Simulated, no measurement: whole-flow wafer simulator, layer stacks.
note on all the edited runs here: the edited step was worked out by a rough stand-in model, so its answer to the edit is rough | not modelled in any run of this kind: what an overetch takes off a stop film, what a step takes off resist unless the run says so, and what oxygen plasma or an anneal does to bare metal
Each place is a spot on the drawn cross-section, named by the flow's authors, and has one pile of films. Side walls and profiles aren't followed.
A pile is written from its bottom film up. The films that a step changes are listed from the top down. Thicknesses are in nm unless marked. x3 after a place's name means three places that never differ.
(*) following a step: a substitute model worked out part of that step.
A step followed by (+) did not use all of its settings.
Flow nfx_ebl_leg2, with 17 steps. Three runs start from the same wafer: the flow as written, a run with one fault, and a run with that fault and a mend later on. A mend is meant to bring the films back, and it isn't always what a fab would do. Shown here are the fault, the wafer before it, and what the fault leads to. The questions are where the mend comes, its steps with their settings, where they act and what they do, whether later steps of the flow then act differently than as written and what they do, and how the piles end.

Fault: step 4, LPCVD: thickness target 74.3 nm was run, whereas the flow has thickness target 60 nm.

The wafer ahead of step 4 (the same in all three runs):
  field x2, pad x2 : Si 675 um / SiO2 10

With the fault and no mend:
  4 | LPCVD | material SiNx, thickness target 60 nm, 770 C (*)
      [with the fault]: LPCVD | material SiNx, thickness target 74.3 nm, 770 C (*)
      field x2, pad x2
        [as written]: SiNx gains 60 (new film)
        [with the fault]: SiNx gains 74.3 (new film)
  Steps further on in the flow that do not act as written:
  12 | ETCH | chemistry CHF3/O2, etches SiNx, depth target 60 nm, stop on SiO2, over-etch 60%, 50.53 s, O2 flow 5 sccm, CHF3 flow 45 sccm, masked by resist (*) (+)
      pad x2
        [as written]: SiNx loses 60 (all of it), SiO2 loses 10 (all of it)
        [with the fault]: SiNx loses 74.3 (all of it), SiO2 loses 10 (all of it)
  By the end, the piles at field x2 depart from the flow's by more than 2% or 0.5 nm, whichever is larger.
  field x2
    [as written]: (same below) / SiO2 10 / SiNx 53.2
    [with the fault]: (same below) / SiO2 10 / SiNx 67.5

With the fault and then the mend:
  The mend follows step 5.
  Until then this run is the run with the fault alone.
  5a | ETCH | chemistry h3po4, depth target 14.3 nm
      field x2, pad x2
        SiNx loses 14.3
  None of the later steps of the flow acts differently than as written at any place that is followed.
  The piles end the same as the flow's at every place that both follow.
